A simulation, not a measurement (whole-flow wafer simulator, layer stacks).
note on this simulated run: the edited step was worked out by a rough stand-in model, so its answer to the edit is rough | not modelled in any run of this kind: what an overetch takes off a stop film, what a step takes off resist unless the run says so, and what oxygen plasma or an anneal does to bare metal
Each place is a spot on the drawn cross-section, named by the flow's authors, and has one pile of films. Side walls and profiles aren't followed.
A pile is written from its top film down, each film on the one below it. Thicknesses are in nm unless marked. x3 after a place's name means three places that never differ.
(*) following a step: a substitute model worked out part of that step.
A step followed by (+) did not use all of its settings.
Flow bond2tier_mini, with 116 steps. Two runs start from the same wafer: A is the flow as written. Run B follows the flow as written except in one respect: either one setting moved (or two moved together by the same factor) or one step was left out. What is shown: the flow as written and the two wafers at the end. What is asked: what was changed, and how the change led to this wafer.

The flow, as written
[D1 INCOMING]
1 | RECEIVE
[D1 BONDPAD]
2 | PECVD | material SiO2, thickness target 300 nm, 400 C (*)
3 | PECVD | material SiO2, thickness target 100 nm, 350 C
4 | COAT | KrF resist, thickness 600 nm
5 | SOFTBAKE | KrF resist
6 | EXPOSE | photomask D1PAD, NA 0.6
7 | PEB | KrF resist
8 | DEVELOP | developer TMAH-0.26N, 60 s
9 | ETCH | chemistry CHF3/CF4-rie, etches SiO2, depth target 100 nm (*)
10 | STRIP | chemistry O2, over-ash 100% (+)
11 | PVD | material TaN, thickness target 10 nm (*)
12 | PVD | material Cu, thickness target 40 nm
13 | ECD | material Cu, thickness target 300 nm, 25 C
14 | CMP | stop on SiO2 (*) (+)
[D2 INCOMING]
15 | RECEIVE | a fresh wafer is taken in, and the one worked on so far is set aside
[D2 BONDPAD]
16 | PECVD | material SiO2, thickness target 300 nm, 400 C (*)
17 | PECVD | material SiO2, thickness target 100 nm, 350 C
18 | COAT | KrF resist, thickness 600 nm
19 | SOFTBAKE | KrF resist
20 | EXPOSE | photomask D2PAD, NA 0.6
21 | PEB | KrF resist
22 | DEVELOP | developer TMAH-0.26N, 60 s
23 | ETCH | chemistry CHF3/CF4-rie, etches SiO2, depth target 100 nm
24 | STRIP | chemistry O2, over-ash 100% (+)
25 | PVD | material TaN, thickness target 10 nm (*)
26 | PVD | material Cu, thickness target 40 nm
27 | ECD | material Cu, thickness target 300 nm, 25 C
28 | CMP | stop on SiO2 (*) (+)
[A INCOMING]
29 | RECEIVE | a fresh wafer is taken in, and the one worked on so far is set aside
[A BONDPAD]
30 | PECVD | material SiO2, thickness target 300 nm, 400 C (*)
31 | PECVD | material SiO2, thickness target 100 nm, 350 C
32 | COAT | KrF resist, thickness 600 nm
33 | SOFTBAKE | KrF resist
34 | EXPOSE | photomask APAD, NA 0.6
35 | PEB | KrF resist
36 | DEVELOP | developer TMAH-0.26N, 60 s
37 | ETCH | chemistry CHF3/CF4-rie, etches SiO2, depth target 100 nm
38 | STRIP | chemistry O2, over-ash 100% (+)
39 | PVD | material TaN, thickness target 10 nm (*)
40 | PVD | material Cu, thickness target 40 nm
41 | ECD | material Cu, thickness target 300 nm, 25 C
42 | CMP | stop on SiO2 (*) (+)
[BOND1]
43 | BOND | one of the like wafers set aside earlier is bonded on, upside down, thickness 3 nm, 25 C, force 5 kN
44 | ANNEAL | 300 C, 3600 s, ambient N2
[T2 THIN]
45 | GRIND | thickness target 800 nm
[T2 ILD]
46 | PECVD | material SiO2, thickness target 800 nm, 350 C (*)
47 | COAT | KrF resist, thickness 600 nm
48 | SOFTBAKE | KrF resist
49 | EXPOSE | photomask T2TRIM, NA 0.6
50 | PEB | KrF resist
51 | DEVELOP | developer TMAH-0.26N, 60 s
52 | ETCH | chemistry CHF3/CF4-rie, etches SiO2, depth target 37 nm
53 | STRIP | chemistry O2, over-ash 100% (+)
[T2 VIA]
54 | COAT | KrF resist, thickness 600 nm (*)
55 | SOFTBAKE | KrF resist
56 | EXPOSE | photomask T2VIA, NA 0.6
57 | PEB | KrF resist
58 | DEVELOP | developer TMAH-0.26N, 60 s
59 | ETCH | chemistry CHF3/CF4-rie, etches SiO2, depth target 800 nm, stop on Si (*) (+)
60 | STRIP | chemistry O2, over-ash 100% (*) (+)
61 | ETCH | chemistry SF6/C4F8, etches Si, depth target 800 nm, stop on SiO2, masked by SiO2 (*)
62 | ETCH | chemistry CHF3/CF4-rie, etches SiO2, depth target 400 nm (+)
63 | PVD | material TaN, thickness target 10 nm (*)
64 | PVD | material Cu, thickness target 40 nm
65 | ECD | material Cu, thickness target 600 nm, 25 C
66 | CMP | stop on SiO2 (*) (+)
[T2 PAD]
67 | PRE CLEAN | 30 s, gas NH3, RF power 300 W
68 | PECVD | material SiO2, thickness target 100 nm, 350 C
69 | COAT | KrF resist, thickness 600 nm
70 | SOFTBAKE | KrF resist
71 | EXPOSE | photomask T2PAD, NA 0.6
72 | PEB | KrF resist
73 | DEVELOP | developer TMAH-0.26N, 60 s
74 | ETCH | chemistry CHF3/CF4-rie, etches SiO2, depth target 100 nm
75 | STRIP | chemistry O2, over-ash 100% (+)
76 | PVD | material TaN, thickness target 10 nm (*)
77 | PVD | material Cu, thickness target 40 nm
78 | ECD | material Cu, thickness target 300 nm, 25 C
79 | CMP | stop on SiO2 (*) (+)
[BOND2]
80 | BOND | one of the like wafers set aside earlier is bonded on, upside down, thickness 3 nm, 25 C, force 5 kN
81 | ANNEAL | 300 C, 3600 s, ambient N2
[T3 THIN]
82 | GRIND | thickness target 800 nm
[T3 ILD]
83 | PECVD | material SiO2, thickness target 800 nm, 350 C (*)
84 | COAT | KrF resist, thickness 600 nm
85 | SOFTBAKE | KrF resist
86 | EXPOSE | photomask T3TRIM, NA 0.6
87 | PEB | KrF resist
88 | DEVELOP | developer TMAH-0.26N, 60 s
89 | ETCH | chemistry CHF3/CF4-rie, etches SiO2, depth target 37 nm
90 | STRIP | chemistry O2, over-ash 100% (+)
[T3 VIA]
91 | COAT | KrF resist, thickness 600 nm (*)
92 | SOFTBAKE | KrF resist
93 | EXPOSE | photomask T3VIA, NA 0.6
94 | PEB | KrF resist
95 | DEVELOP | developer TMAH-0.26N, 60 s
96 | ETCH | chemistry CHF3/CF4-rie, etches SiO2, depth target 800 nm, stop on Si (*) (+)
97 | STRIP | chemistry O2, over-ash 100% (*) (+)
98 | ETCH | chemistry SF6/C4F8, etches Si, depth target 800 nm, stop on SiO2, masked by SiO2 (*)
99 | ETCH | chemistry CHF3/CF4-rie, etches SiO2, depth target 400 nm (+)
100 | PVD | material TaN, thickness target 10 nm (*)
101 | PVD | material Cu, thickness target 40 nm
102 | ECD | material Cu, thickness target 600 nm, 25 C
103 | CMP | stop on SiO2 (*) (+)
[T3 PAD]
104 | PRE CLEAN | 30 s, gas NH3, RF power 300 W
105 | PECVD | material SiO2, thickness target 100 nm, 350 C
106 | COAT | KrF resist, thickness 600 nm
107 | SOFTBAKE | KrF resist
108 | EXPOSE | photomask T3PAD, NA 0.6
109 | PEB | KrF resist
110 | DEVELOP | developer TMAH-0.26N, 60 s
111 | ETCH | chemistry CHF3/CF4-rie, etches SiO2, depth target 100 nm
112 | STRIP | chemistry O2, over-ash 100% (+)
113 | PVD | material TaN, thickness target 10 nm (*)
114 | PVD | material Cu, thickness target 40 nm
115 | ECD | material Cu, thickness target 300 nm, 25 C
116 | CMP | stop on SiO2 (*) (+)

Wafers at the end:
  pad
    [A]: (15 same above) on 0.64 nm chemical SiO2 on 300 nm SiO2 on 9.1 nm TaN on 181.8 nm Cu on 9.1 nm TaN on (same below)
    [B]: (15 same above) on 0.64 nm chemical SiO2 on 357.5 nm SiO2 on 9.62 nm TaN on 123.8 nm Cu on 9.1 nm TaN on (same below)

Cause: step 9, ETCH: depth target 42.5 nm was run, though the flow has depth target 100 nm.

The path from the change to this, step by step:
  9 | ETCH | chemistry CHF3/CF4-rie, etches SiO2, depth target 100 nm (*)
      pad, via: A SiO2 loses 100 | B SiO2 loses 42.5
      field: A KrF resist loses 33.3 | B KrF resist loses 14.2
  10 | STRIP | chemistry O2, over-ash 100% (+)
      field: A KrF resist loses 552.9 (all of it) | B KrF resist loses 572.1 (all of it)
  11 | PVD | material TaN, thickness target 10 nm (*)
      pad: A TaN gains 9.1 (new film) | B TaN gains 9.62 (new film)
  12 | PVD | material Cu, thickness target 40 nm
      pad: A Cu gains 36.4 (new film) | B Cu gains 38.5 (new film)
  13 | ECD | material Cu, thickness target 300 nm, 25 C
      pad: A Cu gains 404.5 | B Cu gains 344.4
      via: A Cu gains 400.2 | B Cu gains 342.5
  43 | BOND | one of the like wafers set aside earlier is bonded on, upside down, thickness 3 nm, 25 C, force 5 kN
      pad: A Si gains 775 um (new film), chemical SiO2 gains 0.64 (new film), SiO2 gains 300 (new film), TaN gains 9.1 (new film), Cu gains 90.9 | B Si gains 775 um (new film), chemical SiO2 gains 0.64 (new film), SiO2 gains 357.5 (new film), TaN gains 9.62 (new film), Cu gains 32.9
      via: A Si gains 775 um (new film), chemical SiO2 gains 0.64 (new film), SiO2 gains 300 (new film), TaN gains 9.97 (new film), Cu gains 90 | B Si gains 775 um (new film), chemical SiO2 gains 0.64 (new film), SiO2 gains 357.5 (new film), TaN gains 10 (new film), Cu gains 32.5
